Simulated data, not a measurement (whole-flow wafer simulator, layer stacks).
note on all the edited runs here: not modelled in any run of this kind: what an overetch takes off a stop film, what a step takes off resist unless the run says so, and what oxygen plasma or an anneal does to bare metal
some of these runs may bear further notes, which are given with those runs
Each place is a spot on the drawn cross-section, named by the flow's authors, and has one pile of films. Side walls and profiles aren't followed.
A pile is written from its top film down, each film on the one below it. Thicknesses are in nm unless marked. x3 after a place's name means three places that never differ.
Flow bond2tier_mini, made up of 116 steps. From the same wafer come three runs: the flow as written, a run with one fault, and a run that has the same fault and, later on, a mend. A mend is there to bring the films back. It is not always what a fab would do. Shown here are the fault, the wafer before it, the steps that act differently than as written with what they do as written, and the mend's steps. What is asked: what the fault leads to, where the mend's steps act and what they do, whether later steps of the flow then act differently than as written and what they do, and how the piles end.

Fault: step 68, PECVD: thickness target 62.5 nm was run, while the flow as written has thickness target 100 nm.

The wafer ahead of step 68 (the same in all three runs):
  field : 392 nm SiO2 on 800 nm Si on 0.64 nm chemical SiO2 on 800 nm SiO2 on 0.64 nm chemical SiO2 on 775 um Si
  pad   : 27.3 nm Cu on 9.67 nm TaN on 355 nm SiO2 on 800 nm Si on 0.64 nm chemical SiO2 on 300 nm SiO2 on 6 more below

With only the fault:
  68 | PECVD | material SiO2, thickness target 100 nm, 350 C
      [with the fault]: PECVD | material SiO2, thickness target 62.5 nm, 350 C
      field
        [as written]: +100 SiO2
        [with the fault]: +62.5 SiO2
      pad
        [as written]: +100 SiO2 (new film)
        [with the fault]: +62.5 SiO2 (new film)
  Steps later in the flow that act otherwise than as written (2 more steps, not shown, differ only slightly: by at most 2% or 0.5 nm, whichever is larger):
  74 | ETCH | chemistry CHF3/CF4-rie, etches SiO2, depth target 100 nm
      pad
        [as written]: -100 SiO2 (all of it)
        [with the fault]: -62.5 SiO2 (all of it), -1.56 Cu
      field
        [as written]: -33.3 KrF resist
        [with the fault]: -31.2 KrF resist
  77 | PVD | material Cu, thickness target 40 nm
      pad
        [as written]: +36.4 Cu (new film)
        [with the fault]: +37.7 Cu (new film)
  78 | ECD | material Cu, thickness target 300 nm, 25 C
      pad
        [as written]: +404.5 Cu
        [with the fault]: +366.9 Cu
  By the end, the piles at field, pad depart from the flow's by more than 2% or 0.5 nm, whichever is larger.
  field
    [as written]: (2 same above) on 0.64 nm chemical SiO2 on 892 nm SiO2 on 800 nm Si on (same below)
    [with the fault]: (2 same above) on 0.64 nm chemical SiO2 on 854.5 nm SiO2 on 800 nm Si on (same below)
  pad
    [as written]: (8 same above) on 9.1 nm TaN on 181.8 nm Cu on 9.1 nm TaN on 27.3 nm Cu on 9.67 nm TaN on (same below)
    [with the fault]: (8 same above) on 9.1 nm TaN on 145.5 nm Cu on 9.47 nm TaN on 25.8 nm Cu on 9.67 nm TaN on (same below)

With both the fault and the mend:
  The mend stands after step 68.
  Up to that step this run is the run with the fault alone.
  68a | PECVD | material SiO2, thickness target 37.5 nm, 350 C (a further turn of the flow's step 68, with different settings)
      field, pad
        +37.5 SiO2
  Later steps of the flow that are run all act as written at every place that is followed.
  At every place that both follow, the piles at the end match the flow's.
